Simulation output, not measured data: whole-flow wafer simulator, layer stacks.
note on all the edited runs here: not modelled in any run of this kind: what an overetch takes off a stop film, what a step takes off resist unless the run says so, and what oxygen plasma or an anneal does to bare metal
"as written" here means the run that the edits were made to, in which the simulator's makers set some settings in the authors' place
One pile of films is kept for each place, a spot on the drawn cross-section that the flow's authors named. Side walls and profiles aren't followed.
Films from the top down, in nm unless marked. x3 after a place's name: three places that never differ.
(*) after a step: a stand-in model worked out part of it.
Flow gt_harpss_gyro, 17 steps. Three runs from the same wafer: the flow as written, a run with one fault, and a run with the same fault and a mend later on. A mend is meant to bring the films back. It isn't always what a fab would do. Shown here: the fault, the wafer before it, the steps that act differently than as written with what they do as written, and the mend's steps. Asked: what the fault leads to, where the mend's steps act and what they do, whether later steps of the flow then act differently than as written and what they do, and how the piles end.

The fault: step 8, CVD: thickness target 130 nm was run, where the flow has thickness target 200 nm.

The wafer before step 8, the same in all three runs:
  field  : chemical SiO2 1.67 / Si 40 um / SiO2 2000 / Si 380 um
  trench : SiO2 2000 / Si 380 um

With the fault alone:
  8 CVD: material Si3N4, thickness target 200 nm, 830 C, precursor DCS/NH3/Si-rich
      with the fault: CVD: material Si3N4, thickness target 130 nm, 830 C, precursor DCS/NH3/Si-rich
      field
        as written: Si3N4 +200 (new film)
        with the fault: Si3N4 +130 (new film)
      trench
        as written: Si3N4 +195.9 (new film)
        with the fault: Si3N4 +127.5 (new film)
  Later steps of the flow that act differently than as written:
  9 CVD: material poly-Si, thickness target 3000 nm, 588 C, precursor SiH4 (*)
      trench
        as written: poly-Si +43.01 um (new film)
        with the fault: poly-Si +43 um (new film)
  At the end the piles differ from the flow's by more than 2% or 0.5 nm, whichever is larger, at field, trench.
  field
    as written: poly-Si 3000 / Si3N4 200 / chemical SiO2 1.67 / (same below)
    with the fault: poly-Si 3000 / Si3N4 130 / chemical SiO2 1.67 / (same below)
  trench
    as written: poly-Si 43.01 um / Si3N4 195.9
    with the fault: poly-Si 43 um / Si3N4 127.5

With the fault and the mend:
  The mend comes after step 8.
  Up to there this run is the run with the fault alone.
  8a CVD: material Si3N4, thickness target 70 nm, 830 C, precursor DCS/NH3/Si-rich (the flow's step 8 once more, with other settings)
      field
        Si3N4 +70
      trench
        Si3N4 +68.3
  No later step of the flow acts differently than as written at any place that is followed.
  At the end the piles differ from the flow's only slightly at the places that both follow, by at most 2% or 0.5 nm, whichever is larger.
